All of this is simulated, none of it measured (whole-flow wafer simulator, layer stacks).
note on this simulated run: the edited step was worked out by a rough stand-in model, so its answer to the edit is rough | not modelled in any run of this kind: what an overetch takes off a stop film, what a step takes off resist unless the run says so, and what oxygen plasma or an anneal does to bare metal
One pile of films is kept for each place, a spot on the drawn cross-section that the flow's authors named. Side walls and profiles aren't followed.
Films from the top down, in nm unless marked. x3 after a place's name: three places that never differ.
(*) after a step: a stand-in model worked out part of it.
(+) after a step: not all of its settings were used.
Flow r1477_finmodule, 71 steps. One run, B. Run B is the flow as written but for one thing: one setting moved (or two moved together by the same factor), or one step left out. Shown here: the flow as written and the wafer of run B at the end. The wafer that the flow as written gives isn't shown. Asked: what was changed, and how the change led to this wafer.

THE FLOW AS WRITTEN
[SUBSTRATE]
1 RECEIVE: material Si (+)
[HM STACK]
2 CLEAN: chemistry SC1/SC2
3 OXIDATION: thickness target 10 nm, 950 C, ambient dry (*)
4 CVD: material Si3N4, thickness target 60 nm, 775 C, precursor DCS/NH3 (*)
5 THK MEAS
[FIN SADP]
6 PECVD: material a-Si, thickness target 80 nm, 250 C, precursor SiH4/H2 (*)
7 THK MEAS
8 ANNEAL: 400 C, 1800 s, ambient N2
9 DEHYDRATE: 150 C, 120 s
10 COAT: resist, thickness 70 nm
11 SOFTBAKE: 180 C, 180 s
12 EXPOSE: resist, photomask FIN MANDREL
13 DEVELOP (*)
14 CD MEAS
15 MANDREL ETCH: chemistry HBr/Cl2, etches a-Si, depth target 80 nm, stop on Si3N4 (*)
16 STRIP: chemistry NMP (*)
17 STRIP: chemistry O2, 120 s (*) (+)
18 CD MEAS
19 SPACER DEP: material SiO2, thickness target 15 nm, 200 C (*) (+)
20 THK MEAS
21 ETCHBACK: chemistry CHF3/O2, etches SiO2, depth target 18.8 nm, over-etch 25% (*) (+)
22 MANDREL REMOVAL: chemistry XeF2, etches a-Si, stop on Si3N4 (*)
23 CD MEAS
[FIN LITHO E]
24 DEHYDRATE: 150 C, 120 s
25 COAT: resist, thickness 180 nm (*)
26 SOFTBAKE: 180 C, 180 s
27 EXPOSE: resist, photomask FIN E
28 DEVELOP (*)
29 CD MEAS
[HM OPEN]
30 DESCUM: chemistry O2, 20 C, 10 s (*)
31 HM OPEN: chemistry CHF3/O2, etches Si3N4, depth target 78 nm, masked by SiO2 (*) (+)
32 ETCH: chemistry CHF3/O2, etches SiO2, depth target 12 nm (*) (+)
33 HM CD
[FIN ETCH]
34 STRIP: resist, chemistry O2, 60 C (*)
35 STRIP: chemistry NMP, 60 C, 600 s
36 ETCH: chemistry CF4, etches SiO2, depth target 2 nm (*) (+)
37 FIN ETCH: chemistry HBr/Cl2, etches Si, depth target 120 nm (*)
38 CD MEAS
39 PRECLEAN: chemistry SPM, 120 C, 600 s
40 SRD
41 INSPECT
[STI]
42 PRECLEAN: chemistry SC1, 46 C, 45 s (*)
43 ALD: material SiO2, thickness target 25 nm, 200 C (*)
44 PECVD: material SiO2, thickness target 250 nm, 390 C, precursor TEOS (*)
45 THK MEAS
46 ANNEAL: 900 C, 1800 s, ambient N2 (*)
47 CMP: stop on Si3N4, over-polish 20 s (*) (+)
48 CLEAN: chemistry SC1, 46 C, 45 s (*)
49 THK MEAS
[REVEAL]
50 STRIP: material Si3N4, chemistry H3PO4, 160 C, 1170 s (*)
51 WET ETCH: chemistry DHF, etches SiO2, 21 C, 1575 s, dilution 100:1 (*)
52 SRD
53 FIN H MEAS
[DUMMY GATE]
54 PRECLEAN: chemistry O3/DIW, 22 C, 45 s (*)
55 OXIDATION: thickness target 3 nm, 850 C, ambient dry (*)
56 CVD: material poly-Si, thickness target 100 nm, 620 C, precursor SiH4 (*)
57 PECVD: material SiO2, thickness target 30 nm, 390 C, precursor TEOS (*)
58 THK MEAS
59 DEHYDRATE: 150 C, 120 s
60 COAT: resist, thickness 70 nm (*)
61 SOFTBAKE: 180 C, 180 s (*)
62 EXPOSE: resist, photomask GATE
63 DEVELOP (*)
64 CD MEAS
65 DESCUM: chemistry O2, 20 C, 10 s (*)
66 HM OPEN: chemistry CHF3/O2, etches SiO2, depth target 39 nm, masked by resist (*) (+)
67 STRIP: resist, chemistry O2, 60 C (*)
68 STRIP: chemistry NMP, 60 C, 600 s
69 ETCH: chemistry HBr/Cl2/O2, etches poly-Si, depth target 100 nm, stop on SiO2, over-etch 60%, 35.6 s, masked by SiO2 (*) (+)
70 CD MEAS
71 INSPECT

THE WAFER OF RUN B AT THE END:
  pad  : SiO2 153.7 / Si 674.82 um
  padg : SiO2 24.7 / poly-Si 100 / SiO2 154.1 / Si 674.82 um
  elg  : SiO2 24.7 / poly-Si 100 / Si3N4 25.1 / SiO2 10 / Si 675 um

The cause: step 37, FIN ETCH: depth target 171 nm was run, where the flow has depth target 120 nm.

How the change led to this, step by step:
  37 FIN ETCH: chemistry HBr/Cl2, etches Si, depth target 120 nm (*)
      pad, padg, esg and 19 more: Si -171 (as written it would be: Si -120)
      elg, e40lg, e100lg, e200lg, elo, e40lo, e100lo, e200lo: Si3N4 -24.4 (as written it would be: Si3N4 -17.1)
      (and at 6 more places)
  43 ALD: material SiO2, thickness target 25 nm, 200 C (*)
      s40cg, s45cg, s50cg, s40co, s45co, s50co: SiO2 +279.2 (new film) (as written it would be: SiO2 +232.1 (new film))
      esg: SiO2 +238 (new film) (as written it would be: SiO2 +194.3 (new film))
  47 CMP: stop on Si3N4, over-polish 20 s (*) (+)
      pad, padg, e40sg and 11 more: SiO2 -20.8 (as written it would be: SiO2 -71.8)
      elg, esg, e40lg and 6 more: SiO2 -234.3 (as written it would be: SiO2 -241.6)
      (and at 1 more place)
  51 WET ETCH: chemistry DHF, etches SiO2, 21 C, 1575 s, dilution 100:1 (*)
      elg, e40lg, e100lg, e200lg, elo, e40lo, e100lo, e200lo: SiO2 -25 (all of it), Si3N4 -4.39 (as written it would be: SiO2 -17.8 (all of it), Si3N4 -4.97)
  56 CVD: material poly-Si, thickness target 100 nm, 620 C, precursor SiH4 (*)
      esg: poly-Si +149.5 (new film) (as written it would be: poly-Si +156 (new film))
  60 COAT: resist, thickness 70 nm (*)
      e40sg, eso, e40so: resist +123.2 (new film) (as written it would be: resist +129.5 (new film))
      e100sg, e100so: resist +123.1 (new film) (as written it would be: resist +129.4 (new film))
      (and at 2 more places)
  63 DEVELOP (*)
      eso, e40so: resist -123.2 (all of it) (as written it would be: resist -129.5 (all of it))
      e100so: resist -123.1 (all of it) (as written it would be: resist -129.4 (all of it))
      (and at 1 more place)
  67 STRIP: resist, chemistry O2, 60 C (*)
      e40sg: resist -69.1 (all of it) (as written it would be: resist -75.4 (all of it))
      e100sg: resist -69 (all of it) (as written it would be: resist -75.3 (all of it))
      (and at 1 more place)
